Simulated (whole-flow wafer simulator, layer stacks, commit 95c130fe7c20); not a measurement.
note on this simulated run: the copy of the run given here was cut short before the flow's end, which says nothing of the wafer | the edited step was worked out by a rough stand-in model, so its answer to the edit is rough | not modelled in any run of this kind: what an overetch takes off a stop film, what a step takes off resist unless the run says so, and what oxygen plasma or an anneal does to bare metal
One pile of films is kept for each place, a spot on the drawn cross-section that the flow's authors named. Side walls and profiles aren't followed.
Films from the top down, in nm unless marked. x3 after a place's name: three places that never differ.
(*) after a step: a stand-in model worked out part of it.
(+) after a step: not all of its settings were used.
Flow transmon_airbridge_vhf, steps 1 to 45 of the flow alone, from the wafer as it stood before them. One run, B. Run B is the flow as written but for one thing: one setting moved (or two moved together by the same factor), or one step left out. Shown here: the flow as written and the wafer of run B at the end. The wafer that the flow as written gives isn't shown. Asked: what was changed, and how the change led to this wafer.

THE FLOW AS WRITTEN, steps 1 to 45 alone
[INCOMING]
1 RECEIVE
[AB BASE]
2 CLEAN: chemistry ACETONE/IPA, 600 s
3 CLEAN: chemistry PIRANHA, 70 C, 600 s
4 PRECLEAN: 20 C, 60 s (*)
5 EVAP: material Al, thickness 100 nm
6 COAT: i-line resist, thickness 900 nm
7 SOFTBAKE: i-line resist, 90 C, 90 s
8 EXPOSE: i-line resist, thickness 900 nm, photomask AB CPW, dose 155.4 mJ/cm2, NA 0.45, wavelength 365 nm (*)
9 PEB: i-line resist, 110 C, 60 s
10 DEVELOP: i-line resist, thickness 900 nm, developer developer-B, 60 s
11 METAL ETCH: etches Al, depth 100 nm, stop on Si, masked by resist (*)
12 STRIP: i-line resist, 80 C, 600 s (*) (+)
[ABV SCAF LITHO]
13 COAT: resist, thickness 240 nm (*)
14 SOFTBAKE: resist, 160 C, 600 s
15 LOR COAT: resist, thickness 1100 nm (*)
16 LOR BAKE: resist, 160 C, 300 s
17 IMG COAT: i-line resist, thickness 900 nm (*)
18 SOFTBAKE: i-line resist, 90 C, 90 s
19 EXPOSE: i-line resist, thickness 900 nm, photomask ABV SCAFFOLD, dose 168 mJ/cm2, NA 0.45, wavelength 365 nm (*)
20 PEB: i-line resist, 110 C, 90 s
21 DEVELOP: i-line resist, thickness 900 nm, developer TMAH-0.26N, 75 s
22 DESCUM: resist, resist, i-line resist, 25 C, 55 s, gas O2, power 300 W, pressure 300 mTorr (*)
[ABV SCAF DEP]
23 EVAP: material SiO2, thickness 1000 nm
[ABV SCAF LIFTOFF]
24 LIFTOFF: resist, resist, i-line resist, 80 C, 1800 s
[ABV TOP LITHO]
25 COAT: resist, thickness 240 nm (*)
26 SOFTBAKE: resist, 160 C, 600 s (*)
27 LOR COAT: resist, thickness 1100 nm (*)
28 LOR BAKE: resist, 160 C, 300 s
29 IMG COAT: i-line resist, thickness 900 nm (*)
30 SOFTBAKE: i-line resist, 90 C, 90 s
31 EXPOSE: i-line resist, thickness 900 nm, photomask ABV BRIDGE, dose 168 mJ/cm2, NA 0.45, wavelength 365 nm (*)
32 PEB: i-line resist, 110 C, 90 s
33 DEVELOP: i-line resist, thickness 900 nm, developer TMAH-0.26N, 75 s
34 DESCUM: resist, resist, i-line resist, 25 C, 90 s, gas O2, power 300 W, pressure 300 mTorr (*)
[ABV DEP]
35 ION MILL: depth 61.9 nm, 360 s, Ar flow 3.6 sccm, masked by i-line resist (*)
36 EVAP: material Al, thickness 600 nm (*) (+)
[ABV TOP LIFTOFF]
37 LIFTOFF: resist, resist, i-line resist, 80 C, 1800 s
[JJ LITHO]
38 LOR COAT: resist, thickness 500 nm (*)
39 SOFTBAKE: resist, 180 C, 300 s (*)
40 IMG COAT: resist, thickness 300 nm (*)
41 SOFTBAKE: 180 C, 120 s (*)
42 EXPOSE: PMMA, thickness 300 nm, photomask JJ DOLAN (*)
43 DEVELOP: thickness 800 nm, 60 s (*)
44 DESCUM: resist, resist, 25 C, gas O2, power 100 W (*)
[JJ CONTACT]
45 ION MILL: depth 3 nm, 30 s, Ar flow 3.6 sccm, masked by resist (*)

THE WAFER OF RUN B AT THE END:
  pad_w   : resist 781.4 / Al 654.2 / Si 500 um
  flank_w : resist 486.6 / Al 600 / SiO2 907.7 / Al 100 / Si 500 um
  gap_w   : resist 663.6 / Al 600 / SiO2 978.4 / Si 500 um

The cause: step 35, ION MILL: 216 s was run, where the flow has 360 s.

How the change led to this, step by step:
  35 ION MILL: depth 61.9 nm, 360 s, Ar flow 3.6 sccm, masked by i-line resist (*)
      field x3, jj_line, ground_far, trace_open_s x2, margin_s, margin_n: i-line resist -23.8 (as written it would be: i-line resist -39.7)
      flank_w, gap_w, cpw_trace, gap_e, flank_e, bridge_strip: SiO2 -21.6 (as written it would be: SiO2 -36)
      (and at 2 more places)
  37 LIFTOFF: resist, resist, i-line resist, 80 C, 1800 s
      field x3, jj_line, trace_open_s x2: Al -600 (all of it), i-line resist -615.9 (all of it), resist -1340 (all of it) (as written it would be: Al -600 (all of it), i-line resist -600 (all of it), resist -1340 (all of it))
      margin_s, margin_n: Al -600 (all of it), i-line resist -334.2 (all of it), resist -992 (all of it) (as written it would be: Al -600 (all of it), i-line resist -318.3 (all of it), resist -992 (all of it))
      (and at 1 more place)
